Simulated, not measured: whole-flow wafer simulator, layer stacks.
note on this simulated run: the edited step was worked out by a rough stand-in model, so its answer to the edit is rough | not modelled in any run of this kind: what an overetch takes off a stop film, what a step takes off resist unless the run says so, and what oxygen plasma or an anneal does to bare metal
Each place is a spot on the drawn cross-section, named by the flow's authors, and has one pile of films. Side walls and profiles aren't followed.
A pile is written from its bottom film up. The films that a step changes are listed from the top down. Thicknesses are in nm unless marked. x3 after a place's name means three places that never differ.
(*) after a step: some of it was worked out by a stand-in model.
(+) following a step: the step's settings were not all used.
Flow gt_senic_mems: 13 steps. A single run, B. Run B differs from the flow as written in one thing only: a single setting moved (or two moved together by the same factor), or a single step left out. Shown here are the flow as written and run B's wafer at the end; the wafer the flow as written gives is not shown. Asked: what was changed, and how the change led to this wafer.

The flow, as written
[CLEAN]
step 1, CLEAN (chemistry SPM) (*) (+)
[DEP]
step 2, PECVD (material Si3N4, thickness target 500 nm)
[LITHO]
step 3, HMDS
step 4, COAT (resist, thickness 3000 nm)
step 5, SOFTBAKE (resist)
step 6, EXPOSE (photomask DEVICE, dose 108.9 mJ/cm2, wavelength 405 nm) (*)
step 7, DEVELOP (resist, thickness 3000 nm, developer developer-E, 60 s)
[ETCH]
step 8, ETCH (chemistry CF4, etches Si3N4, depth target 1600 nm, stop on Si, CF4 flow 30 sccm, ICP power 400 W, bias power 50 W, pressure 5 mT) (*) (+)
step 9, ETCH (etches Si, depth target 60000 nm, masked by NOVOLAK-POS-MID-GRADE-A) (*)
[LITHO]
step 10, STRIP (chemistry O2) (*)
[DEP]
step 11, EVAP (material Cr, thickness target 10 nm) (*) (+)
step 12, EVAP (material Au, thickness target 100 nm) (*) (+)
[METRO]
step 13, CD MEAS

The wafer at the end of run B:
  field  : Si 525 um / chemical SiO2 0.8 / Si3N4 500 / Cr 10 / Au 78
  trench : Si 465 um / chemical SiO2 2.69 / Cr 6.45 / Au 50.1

The reason: step 12, EVAP: thickness target 78 nm was run, whereas the flow has thickness target 100 nm.
The wafer lets one read it off: field has Au 78, and step 12 as written asks for 100 nm.

How this came from the change, step by step:
  step 12, EVAP (material Au, thickness target 100 nm) (*) (+)
      field: Au gains 78 (new film) (it would be, as written: Au gains 100 (new film))
      trench: Au gains 50.1 (new film) (it would be, as written: Au gains 64.1 (new film))
